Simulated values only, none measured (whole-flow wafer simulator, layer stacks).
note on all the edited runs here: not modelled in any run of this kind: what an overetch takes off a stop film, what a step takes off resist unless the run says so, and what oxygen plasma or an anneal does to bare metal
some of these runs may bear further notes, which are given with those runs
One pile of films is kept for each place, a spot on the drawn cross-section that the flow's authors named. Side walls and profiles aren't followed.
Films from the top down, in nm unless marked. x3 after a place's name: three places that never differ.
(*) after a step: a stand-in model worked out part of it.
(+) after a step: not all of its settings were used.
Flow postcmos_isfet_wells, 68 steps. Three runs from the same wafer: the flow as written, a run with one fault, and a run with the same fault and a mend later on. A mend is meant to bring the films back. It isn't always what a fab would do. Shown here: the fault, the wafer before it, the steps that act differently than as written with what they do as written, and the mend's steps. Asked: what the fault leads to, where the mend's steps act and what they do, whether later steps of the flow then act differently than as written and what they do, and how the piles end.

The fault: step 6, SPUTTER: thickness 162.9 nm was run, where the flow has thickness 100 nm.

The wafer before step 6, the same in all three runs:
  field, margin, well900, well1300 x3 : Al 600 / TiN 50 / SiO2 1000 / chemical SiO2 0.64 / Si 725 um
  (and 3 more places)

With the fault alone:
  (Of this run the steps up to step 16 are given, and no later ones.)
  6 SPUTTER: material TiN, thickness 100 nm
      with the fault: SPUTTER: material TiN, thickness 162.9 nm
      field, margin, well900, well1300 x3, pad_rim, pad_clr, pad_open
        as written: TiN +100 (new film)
        with the fault: TiN +162.9 (new film)
  Later steps of the flow that act differently than as written:
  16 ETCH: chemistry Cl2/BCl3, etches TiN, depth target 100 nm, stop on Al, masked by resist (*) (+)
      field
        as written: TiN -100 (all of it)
        with the fault: TiN -100
  After step 16 the piles differ from the flow's by more than 2% or 0.5 nm, whichever is larger, at field, margin, well900, well1300 x3, pad_rim, pad_clr, pad_open.
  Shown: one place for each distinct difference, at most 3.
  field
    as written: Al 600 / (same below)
    with the fault: TiN 62.9 / Al 600 / (same below)
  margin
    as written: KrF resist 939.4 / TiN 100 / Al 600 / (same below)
    with the fault: KrF resist 939.4 / TiN 162.9 / Al 600 / (same below)

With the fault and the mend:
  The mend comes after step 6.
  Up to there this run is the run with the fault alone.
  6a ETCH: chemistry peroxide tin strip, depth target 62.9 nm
      field, margin, well900, well1300 x3, pad_rim, pad_clr, pad_open
        TiN -62.9
  No later step of the flow acts differently than as written at any place that is followed.
  At the end the piles are the same as the flow's at every place that both follow.
